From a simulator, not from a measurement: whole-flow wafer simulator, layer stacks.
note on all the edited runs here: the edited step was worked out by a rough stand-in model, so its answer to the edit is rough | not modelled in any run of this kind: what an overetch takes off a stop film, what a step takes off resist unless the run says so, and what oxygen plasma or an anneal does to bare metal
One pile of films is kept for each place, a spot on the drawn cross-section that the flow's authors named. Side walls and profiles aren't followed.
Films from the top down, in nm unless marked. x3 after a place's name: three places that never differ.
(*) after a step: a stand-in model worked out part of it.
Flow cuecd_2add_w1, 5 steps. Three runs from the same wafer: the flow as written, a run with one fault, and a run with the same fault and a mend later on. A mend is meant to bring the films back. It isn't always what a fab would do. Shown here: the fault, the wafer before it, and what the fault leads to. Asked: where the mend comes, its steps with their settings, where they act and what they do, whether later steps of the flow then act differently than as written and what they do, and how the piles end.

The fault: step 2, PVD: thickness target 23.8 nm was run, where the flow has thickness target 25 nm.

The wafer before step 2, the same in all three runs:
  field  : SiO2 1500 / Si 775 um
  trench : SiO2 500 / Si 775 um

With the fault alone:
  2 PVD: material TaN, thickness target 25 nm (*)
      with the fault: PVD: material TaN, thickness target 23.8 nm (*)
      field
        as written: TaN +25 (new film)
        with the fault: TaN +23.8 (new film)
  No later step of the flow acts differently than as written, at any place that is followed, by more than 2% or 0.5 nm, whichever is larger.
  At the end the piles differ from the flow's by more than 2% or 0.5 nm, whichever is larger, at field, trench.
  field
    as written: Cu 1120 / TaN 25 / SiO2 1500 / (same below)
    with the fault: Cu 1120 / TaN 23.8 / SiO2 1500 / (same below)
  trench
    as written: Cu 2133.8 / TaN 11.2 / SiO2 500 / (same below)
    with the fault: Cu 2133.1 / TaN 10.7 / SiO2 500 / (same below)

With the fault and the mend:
  The mend comes after step 2.
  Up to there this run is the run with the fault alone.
  2a PVD: material TaN, thickness target 1.2 nm (*) (the flow's step 2 once more, with other settings)
      field
        TaN +1.2
      trench
        TaN +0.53
  No later step of the flow acts differently than as written at any place that is followed.
  At the end the piles are the same as the flow's at every place that both follow.
